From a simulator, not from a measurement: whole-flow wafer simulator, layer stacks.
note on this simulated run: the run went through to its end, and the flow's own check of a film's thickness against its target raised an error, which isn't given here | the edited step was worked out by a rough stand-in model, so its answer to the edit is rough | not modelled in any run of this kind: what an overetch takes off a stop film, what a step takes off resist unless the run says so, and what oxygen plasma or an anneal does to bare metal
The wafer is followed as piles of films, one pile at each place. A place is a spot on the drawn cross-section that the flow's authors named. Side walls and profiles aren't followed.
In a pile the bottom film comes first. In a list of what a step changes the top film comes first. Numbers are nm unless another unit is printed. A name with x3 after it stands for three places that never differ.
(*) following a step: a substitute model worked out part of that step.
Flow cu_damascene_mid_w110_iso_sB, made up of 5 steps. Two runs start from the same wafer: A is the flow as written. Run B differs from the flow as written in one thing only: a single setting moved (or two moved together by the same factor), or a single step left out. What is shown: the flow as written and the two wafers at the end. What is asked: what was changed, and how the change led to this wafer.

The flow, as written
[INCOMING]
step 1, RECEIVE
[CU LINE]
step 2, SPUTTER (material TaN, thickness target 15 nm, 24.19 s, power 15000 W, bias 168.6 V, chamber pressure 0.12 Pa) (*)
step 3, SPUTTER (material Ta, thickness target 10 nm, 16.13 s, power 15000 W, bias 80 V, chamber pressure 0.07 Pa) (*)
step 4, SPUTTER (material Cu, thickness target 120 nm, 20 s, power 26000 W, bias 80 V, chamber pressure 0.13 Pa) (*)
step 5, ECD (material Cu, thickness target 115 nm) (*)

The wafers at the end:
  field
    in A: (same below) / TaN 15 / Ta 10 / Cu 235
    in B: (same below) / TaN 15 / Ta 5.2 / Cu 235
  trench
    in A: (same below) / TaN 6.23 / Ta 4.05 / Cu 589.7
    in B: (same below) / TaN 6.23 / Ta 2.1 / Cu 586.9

Cause: step 3, SPUTTER: thickness target 5.2 nm was run, though the flow has thickness target 10 nm; step 3, SPUTTER: 8.47 s was run, where the flow has 16.13 s.
One can read it off the wafer: field has Ta 5.2, and step 3 as written asks for 10 nm.

How this came from the change, step by step:
  step 3, SPUTTER (material Ta, thickness target 10 nm, 16.13 s, power 15000 W, bias 80 V, chamber pressure 0.07 Pa) (*)
      field: A +10 Ta (new film) | B +5.2 Ta (new film)
      trench: A +4.05 Ta (new film) | B +2.1 Ta (new film)
